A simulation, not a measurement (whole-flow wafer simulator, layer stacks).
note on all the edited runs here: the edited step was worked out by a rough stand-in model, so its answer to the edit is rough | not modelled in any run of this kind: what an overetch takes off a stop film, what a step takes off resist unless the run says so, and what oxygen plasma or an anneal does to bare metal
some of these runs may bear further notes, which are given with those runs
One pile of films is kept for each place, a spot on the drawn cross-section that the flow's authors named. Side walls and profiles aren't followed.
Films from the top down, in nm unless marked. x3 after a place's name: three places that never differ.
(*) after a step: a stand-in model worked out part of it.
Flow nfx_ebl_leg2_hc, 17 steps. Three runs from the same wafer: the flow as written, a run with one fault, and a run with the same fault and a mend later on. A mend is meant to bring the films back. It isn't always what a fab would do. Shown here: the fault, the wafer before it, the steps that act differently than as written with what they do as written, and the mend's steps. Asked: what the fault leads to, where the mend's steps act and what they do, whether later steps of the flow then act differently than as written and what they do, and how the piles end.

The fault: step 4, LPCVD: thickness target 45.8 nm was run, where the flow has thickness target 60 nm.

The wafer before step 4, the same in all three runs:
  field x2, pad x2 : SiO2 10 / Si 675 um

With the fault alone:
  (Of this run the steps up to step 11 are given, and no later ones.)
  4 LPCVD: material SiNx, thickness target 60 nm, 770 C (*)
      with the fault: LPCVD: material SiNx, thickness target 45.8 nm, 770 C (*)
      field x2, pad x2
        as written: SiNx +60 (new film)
        with the fault: SiNx +45.8 (new film)
  No later step of the flow up to step 11 acts differently than as written at any place that is followed.
  After step 11 the piles differ from the flow's by more than 2% or 0.5 nm, whichever is larger, at field x2, pad x2.
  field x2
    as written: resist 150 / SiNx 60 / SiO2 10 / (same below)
    with the fault: resist 150 / SiNx 45.8 / SiO2 10 / (same below)
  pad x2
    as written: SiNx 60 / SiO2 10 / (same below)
    with the fault: SiNx 45.8 / SiO2 10 / (same below)

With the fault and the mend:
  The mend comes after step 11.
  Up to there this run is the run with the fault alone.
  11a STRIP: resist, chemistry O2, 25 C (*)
      field x2
        resist -150 (all of it)
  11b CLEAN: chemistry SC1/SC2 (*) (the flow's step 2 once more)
      changes no film at any place that is followed
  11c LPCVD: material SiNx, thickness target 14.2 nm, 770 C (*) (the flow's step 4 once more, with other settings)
      field x2, pad x2
        SiNx +14.2
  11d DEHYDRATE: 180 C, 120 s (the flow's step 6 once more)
      changes no film at any place that is followed
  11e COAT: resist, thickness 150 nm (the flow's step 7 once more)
      field x2, pad x2
        resist +150 (new film)
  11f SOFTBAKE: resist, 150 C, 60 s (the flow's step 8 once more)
      changes no film at any place that is followed
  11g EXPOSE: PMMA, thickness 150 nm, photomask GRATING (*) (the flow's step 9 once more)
      changes no film at any place that is followed
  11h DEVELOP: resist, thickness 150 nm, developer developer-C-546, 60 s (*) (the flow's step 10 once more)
      pad x2
        resist -150 (all of it)
  No later step of the flow acts differently than as written at any place that is followed.
  At the end the piles are the same as the flow's at every place that both follow.
